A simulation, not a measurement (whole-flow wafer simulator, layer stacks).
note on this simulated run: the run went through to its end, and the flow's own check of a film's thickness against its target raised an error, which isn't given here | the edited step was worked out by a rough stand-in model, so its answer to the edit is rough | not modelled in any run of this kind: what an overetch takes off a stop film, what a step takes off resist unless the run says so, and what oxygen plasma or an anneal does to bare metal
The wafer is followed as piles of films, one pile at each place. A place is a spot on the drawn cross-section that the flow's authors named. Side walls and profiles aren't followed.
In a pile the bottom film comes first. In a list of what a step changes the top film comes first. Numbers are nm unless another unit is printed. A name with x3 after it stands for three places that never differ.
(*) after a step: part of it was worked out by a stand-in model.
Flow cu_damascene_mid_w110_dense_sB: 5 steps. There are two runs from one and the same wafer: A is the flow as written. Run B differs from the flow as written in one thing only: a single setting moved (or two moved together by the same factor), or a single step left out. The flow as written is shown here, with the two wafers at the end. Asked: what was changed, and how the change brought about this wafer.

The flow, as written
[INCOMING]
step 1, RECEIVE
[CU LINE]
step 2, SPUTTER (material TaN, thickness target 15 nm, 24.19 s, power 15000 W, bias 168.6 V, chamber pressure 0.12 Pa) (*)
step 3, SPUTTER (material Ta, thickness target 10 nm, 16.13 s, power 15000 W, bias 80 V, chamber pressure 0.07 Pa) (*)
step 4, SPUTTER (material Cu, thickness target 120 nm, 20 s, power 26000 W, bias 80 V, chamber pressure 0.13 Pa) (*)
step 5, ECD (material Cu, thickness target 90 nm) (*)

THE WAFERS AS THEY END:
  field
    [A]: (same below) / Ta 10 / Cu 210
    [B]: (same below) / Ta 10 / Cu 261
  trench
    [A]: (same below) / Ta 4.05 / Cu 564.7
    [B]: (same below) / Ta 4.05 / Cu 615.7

What caused this: step 4, SPUTTER: thickness target 171 nm was run, though the flow has thickness target 120 nm; step 4, SPUTTER: 28.5 s was run, where the flow has 20 s.

The path from the change to this, step by step:
  step 4, SPUTTER (material Cu, thickness target 120 nm, 20 s, power 26000 W, bias 80 V, chamber pressure 0.13 Pa) (*)
      field: A Cu gains 120 (new film) | B Cu gains 171 (new film)
      trench: A Cu gains 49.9 (new film) | B Cu gains 71.1 (new film)
  step 5, ECD (material Cu, thickness target 90 nm) (*)
      trench: A Cu gains 514.8 | B Cu gains 544.6
